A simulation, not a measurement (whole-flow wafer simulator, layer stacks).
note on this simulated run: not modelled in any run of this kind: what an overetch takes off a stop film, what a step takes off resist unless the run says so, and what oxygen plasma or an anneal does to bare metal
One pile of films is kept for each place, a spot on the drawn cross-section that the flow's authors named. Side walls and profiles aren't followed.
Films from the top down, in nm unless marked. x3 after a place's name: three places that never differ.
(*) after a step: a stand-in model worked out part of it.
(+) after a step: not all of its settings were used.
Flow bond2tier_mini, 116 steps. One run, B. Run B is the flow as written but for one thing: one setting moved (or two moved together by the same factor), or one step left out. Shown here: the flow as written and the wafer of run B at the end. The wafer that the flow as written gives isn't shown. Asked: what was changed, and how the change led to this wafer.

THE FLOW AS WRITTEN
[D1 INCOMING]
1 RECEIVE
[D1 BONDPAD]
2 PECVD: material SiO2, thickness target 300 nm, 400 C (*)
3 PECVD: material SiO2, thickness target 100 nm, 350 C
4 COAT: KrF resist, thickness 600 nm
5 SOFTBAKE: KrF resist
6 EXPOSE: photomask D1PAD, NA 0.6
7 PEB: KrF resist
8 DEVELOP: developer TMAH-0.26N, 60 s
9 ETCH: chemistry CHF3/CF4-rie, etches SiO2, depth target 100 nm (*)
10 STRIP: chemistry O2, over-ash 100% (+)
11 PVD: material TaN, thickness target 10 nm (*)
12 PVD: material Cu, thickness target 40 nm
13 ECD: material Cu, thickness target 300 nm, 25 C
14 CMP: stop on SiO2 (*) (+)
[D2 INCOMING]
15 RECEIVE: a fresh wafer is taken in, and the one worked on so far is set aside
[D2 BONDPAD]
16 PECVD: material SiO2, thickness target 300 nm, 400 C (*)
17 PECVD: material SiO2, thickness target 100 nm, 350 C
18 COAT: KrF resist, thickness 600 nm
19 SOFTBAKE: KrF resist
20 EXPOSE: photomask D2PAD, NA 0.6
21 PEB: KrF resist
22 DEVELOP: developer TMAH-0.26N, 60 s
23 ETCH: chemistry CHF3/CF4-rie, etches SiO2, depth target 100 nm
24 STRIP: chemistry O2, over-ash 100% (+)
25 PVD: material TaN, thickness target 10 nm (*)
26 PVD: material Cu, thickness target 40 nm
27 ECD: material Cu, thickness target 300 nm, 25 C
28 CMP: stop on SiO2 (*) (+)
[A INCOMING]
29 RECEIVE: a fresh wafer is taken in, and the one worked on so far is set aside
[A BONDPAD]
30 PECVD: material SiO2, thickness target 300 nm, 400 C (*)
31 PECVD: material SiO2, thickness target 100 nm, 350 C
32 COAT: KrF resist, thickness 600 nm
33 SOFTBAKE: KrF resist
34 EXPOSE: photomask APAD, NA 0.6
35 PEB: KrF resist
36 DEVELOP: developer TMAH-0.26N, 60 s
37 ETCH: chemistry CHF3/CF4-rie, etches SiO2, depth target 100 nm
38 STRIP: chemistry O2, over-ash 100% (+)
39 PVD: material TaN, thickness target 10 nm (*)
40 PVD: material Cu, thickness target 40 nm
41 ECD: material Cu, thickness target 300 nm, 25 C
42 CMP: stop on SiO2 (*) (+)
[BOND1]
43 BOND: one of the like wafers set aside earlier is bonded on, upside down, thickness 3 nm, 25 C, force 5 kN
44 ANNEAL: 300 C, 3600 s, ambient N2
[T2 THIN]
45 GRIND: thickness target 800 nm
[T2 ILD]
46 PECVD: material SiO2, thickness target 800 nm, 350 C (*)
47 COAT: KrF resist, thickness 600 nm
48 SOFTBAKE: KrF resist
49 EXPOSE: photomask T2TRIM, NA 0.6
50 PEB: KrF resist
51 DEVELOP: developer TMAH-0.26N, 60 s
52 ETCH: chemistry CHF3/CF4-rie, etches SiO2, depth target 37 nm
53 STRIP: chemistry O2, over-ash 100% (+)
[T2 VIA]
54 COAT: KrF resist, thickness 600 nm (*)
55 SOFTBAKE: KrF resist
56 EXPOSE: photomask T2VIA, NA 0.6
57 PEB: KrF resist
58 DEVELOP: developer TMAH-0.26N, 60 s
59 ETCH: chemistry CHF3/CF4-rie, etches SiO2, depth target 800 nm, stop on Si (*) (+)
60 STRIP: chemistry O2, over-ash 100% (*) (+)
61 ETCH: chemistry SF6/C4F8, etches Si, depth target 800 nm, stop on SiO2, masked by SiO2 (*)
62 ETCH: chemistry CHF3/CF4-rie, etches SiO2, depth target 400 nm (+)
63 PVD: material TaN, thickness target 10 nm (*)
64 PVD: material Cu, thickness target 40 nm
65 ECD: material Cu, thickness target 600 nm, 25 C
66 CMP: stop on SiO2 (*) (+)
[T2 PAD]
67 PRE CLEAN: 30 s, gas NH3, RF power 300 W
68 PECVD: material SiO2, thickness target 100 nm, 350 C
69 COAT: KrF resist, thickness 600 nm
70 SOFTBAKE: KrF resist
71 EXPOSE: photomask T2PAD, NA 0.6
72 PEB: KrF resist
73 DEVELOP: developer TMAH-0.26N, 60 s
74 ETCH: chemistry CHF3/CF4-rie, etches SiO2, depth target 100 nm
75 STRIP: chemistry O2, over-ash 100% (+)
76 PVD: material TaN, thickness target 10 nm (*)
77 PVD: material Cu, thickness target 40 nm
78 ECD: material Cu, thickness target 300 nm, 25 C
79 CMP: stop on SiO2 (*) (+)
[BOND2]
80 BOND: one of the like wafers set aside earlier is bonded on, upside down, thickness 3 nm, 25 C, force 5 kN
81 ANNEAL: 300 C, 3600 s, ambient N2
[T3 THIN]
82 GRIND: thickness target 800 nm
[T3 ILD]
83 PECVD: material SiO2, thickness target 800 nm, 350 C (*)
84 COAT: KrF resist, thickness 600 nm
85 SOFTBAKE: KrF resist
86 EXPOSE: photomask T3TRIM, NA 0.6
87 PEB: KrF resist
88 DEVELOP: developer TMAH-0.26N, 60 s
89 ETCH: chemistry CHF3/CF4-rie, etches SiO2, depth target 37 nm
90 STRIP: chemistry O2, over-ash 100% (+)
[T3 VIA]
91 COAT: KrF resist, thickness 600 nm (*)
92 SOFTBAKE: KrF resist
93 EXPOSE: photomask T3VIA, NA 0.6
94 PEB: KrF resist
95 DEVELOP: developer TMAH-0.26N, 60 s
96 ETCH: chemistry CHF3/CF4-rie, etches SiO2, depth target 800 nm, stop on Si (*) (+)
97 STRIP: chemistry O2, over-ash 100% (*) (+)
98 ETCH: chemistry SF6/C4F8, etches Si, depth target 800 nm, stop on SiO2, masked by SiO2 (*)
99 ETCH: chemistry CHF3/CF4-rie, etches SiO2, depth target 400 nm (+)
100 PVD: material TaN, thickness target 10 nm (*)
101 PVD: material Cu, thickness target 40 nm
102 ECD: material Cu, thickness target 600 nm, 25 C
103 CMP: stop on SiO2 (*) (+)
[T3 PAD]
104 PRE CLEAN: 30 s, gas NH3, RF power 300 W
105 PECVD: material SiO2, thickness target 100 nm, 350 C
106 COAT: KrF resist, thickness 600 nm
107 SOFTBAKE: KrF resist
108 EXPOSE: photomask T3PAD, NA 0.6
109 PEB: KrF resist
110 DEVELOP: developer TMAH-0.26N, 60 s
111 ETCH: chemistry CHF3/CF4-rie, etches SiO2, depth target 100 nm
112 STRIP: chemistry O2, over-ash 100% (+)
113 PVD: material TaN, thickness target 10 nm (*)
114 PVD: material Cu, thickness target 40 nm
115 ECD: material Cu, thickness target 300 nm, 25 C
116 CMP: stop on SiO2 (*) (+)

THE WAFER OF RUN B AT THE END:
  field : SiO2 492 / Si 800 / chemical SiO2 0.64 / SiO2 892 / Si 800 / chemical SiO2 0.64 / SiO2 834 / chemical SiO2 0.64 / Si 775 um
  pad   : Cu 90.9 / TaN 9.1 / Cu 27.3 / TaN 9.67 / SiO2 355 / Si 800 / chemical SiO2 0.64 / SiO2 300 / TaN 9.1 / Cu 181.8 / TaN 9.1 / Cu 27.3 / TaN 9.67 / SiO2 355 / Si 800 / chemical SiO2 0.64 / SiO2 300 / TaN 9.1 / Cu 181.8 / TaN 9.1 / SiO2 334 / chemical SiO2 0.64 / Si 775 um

The cause: step 31, PECVD: thickness target 134 nm was run, where the flow has thickness target 100 nm.

How the change led to this, step by step:
  31 PECVD: material SiO2, thickness target 100 nm, 350 C
      field, pad, via: SiO2 +134 (as written it would be: SiO2 +100)
